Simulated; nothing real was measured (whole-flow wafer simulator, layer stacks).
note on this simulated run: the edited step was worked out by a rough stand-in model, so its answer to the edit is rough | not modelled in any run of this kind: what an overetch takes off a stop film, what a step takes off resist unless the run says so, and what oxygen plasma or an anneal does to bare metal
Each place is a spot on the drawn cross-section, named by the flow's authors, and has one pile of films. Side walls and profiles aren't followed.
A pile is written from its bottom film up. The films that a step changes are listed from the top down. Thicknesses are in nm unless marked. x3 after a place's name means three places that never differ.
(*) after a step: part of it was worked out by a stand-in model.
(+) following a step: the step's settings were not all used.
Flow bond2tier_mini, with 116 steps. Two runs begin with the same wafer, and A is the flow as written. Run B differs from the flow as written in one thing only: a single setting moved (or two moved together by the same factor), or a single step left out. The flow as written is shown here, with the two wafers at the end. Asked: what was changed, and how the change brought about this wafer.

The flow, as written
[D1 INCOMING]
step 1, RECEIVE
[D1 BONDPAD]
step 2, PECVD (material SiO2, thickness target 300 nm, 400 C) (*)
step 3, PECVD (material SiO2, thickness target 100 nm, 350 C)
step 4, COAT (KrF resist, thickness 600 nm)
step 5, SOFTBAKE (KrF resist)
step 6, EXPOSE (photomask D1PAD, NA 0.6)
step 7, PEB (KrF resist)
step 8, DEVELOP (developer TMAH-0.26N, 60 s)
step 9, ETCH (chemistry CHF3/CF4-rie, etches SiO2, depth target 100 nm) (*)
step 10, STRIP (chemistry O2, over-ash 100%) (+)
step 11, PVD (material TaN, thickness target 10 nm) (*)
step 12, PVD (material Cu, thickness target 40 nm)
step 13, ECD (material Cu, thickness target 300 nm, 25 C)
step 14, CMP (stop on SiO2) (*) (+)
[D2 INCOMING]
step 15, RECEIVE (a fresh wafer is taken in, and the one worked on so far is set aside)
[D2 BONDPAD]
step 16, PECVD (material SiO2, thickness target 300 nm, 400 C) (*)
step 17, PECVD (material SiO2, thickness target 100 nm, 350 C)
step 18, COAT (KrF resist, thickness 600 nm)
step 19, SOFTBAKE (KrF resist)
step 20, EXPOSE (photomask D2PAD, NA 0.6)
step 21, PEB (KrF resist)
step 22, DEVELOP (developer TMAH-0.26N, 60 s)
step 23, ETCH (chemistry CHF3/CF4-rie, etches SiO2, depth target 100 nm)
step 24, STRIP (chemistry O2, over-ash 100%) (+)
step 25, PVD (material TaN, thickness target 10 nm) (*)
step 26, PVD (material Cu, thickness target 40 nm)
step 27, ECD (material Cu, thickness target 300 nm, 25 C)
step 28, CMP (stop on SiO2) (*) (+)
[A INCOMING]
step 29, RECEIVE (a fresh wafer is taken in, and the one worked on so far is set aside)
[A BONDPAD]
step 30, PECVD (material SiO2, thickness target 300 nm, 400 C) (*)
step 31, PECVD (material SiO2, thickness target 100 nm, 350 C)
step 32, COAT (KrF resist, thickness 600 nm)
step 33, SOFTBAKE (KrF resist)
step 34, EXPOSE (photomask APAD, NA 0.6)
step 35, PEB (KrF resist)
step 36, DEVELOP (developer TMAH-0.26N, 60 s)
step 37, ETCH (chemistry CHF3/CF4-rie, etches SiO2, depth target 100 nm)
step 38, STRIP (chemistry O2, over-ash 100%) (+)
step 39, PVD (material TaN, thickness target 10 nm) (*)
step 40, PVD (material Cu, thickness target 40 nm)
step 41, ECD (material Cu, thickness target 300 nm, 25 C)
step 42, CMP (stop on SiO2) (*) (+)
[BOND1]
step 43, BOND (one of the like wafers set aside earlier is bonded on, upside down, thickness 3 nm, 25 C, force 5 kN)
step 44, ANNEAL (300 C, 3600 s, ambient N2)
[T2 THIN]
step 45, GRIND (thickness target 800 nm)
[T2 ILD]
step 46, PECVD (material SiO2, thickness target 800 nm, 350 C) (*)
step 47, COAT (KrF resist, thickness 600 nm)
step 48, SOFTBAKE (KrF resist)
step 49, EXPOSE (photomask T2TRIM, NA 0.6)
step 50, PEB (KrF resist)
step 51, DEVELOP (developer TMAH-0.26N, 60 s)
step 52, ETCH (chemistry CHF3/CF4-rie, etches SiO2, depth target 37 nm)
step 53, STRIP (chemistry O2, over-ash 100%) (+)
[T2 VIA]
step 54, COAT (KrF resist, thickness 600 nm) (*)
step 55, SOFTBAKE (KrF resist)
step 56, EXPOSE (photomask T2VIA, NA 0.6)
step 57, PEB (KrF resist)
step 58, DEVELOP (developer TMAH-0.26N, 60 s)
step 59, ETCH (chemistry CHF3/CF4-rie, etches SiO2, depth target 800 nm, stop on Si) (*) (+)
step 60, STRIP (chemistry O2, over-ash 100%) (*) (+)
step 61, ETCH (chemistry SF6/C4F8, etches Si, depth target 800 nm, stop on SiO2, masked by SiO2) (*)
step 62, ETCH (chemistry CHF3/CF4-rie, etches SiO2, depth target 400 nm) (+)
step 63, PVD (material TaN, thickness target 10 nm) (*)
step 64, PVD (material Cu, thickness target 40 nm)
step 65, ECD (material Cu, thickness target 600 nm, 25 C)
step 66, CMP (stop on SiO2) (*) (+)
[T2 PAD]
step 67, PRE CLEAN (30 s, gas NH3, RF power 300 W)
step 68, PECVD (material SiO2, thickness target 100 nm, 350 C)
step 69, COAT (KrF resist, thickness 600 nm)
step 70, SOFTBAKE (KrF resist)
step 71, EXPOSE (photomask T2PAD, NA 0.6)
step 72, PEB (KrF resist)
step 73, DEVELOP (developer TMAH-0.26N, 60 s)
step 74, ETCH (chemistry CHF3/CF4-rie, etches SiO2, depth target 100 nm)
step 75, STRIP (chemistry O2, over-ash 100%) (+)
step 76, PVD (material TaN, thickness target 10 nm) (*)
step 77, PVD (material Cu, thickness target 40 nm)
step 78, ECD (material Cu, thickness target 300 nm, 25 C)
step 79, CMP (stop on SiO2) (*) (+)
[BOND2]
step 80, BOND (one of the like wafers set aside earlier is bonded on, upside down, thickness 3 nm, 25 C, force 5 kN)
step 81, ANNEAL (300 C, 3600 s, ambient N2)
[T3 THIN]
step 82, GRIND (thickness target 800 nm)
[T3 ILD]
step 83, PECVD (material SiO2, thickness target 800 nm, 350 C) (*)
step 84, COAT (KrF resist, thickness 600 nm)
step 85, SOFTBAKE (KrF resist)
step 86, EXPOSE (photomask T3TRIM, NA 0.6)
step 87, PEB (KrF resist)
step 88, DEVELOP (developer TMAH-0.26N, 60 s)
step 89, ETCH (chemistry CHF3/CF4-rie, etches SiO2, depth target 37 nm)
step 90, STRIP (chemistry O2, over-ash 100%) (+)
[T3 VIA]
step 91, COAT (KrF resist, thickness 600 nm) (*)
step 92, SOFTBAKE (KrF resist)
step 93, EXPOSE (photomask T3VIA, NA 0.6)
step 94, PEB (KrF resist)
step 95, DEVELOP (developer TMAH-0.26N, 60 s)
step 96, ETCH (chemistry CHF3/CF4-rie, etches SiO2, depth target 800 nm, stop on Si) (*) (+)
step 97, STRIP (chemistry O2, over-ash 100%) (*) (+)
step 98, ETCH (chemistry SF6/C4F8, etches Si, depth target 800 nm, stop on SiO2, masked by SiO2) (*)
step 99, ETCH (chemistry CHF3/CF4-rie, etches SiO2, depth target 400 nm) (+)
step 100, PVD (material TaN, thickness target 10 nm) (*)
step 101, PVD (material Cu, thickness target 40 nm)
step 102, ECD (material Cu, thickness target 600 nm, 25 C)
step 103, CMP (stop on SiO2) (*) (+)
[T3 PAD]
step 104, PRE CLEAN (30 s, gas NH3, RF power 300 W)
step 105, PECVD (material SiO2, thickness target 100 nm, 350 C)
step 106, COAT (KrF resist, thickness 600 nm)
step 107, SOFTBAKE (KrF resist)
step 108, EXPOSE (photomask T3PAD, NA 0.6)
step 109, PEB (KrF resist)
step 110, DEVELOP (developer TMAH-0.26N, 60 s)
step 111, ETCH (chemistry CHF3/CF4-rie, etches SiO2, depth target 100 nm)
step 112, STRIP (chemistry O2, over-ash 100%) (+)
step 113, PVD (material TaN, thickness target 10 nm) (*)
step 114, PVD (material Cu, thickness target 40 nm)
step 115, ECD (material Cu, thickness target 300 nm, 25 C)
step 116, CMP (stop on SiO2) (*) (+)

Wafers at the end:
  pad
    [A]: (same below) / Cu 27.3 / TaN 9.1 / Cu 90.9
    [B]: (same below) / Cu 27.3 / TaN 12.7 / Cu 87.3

Cause: step 113, PVD: thickness target 14 nm was run, whereas the flow has thickness target 10 nm.

The path from the change to this, step by step:
  step 113, PVD (material TaN, thickness target 10 nm) (*)
      field: A +10 TaN (new film) | B +14 TaN (new film)
      pad: A +9.1 TaN (new film) | B +12.7 TaN (new film)
  step 116, CMP (stop on SiO2) (*) (+)
      field: A -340 Cu (all of it), -10 TaN (all of it) | B -340 Cu (all of it), -14 TaN (all of it)
